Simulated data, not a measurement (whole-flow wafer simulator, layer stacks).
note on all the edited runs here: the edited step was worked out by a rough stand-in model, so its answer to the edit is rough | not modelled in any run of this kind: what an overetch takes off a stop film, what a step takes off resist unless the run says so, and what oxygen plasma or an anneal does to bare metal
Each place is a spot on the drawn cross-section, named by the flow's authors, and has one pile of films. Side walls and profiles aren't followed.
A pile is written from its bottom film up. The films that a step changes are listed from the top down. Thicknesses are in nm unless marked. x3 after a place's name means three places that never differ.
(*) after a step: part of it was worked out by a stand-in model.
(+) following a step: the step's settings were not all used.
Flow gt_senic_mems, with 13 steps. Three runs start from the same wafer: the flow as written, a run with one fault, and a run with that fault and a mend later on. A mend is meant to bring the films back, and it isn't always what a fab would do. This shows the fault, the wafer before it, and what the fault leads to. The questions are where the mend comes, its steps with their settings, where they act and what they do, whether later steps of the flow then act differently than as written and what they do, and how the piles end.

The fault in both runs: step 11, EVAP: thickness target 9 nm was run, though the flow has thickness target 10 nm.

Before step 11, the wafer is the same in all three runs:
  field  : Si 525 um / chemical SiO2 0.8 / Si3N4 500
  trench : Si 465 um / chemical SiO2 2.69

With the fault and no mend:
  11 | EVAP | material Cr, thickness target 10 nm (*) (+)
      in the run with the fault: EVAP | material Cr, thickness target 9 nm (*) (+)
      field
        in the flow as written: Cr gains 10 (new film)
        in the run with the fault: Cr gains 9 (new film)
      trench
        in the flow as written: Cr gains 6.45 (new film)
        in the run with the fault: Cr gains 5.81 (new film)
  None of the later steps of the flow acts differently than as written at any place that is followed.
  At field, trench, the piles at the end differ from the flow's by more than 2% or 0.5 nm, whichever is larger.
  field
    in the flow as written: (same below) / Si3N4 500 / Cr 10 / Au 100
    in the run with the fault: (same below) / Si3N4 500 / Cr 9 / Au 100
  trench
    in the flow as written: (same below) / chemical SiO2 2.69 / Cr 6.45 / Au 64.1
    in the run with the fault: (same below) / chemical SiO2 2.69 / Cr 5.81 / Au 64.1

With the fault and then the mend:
  The mend stands after step 11.
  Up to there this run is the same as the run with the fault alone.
  11a | EVAP | material Cr, thickness target 1 nm (*) (the flow's step 11, run once more with other settings)
      field
        Cr gains 1
      trench
        Cr gains 0.65
  None of the later steps of the flow acts differently than as written at any place that is followed.
  When the end is reached, the piles differ only a little from the flow's at the places that both follow, at most by 2% or 0.5 nm, whichever is larger.
